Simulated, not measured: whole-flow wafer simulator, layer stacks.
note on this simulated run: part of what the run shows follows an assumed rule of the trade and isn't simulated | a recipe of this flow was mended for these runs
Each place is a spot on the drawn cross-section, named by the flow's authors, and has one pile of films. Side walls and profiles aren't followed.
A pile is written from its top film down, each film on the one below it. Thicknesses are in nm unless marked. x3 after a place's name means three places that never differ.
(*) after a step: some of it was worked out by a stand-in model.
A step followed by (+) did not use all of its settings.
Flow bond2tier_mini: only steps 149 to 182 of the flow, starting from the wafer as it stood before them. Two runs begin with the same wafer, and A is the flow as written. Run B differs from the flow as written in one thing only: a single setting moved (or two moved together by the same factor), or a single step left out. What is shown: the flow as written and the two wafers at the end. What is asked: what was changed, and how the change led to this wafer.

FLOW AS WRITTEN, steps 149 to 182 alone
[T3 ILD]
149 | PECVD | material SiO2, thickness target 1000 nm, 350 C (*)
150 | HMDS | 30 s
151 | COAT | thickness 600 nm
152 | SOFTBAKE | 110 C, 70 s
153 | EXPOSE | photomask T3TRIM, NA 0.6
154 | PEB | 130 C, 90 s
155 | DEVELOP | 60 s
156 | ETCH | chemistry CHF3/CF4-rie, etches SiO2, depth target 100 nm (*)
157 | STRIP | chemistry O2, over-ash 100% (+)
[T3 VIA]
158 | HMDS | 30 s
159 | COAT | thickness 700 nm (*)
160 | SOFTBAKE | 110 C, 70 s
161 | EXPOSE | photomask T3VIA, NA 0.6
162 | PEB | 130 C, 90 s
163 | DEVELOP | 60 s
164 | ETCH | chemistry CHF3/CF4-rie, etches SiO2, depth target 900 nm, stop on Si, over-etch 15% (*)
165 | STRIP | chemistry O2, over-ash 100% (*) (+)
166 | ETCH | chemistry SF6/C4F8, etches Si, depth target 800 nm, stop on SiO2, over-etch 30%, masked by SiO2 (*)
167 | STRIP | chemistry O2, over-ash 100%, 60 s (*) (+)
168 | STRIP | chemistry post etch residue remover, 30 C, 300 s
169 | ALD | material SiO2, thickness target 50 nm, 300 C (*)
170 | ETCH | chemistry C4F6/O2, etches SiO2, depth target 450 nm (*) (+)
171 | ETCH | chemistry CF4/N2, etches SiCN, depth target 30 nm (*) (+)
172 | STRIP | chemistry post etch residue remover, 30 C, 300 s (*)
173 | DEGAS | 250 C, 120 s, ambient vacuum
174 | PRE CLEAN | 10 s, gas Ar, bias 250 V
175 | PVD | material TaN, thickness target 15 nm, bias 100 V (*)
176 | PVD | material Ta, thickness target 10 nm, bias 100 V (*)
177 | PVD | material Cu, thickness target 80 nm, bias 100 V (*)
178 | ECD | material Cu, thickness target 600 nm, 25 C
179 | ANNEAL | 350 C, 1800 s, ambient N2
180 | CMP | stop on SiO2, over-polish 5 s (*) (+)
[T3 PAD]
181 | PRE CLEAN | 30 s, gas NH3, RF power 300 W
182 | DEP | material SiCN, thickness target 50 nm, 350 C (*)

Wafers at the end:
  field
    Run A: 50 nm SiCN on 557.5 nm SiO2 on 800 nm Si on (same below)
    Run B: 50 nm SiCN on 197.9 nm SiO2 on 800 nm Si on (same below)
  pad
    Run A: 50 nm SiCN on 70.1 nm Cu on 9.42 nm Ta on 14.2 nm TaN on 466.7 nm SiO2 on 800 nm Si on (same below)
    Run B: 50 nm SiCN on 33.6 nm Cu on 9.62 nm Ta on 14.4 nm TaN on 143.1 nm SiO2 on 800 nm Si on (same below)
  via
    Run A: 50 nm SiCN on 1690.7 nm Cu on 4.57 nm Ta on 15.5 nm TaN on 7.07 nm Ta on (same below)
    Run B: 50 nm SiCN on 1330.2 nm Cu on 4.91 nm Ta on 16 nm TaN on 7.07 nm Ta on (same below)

The reason: step 149, PECVD: thickness target 640 nm was run, though the flow has thickness target 1000 nm; step 156, ETCH: depth target 64 nm was run, where the flow has depth target 100 nm.

Step by step, how the change led to this:
  149 | PECVD | material SiO2, thickness target 1000 nm, 350 C (*)
      field, pad, via: A SiO2 gains 1000 (new film) | B SiO2 gains 640 (new film)
  156 | ETCH | chemistry CHF3/CF4-rie, etches SiO2, depth target 100 nm (*)
      pad, via: A SiO2 loses 100 | B SiO2 loses 64
      field: A thick-KrF-resist loses 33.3 | B thick-KrF-resist loses 21.3
  157 | STRIP | chemistry O2, over-ash 100% (+)
      field: A thick-KrF-resist loses 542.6 (all of it) | B thick-KrF-resist loses 554.6 (all of it)
  159 | COAT | thickness 700 nm (*)
      field: A thick-KrF-resist gains 656.8 (new film) | B thick-KrF-resist gains 672.1 (new film)
      pad: A thick-KrF-resist gains 744.9 (new film) | B thick-KrF-resist gains 728.9 (new film)
  164 | ETCH | chemistry CHF3/CF4-rie, etches SiO2, depth target 900 nm, stop on Si, over-etch 15% (*)
      field, pad: A thick-KrF-resist loses 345 | B thick-KrF-resist loses 220.8
      via: A SiO2 loses 900 (all of it), Si loses 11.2 | B SiO2 loses 576 (all of it), Si loses 38.2
  165 | STRIP | chemistry O2, over-ash 100% (*) (+)
      field: A thick-KrF-resist loses 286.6 (all of it) | B thick-KrF-resist loses 425.7 (all of it)
      pad: A thick-KrF-resist loses 372.9 (all of it) | B thick-KrF-resist loses 481.6 (all of it)
  166 | ETCH | chemistry SF6/C4F8, etches Si, depth target 800 nm, stop on SiO2, over-etch 30%, masked by SiO2 (*)
      via: A Si loses 788.8 (all of it), chemical SiO2 loses 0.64 (all of it), SiO2 loses 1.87 | B Si loses 761.8 (all of it), chemical SiO2 loses 0.64 (all of it), SiO2 loses 2.14
  175 | PVD | material TaN, thickness target 15 nm, bias 100 V (*)
      via: A TaN gains 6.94 | B TaN gains 7.45
  177 | PVD | material Cu, thickness target 80 nm, bias 100 V (*)
      pad: A Cu gains 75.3 (new film) | B Cu gains 76.9 (new film)
      via: A Cu gains 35 (new film) | B Cu gains 37.8 (new film)
  178 | ECD | material Cu, thickness target 600 nm, 25 C
      pad: A Cu gains 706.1 | B Cu gains 668
      via: A Cu gains 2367 | B Cu gains 2003.7
